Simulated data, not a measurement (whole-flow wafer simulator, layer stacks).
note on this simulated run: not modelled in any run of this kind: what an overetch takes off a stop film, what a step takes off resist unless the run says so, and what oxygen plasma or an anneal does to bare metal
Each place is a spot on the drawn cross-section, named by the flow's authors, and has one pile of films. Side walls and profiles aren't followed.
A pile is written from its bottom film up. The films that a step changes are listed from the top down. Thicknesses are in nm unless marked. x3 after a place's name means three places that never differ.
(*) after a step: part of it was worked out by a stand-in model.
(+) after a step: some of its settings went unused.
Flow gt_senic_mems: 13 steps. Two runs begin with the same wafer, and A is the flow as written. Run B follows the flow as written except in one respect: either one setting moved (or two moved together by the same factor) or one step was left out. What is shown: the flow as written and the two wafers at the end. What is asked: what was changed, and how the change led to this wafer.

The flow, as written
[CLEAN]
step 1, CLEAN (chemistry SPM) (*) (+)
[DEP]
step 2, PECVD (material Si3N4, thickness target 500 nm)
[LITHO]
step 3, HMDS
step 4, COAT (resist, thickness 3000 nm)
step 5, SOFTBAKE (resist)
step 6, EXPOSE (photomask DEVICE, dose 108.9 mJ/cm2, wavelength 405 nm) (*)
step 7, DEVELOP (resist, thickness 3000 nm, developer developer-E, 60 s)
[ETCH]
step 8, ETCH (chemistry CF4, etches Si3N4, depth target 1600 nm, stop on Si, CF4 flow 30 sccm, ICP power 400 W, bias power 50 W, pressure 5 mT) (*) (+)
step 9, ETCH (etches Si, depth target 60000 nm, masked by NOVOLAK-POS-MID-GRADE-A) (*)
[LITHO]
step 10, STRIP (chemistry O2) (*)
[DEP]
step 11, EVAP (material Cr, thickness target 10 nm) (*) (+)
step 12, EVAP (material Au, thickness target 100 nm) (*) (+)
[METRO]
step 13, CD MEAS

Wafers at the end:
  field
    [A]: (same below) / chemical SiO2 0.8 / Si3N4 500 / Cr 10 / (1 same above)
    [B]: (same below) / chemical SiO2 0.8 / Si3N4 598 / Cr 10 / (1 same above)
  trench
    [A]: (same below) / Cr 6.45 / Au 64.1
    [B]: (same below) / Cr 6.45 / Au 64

Cause: step 2, PECVD: thickness target 598 nm was run, while the flow as written has thickness target 500 nm.
The wafer lets one read it off: field has Si3N4 598, and step 2 as written asks for 500 nm.

How this came from the change, step by step:
  step 2, PECVD (material Si3N4, thickness target 500 nm)
      field, trench: A Si3N4 gains 500 (new film) | B Si3N4 gains 598 (new film)
  step 8, ETCH (chemistry CF4, etches Si3N4, depth target 1600 nm, stop on Si, CF4 flow 30 sccm, ICP power 400 W, bias power 50 W, pressure 5 mT) (*) (+)
      field: A resist loses 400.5 | B resist loses 465.9
      trench: A Si3N4 loses 500 (all of it), chemical SiO2 loses 0.8 (all of it) | B Si3N4 loses 598 (all of it), chemical SiO2 loses 0.8 (all of it)
  step 10, STRIP (chemistry O2) (*)
      field: A resist loses 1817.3 (all of it) | B resist loses 1752 (all of it)
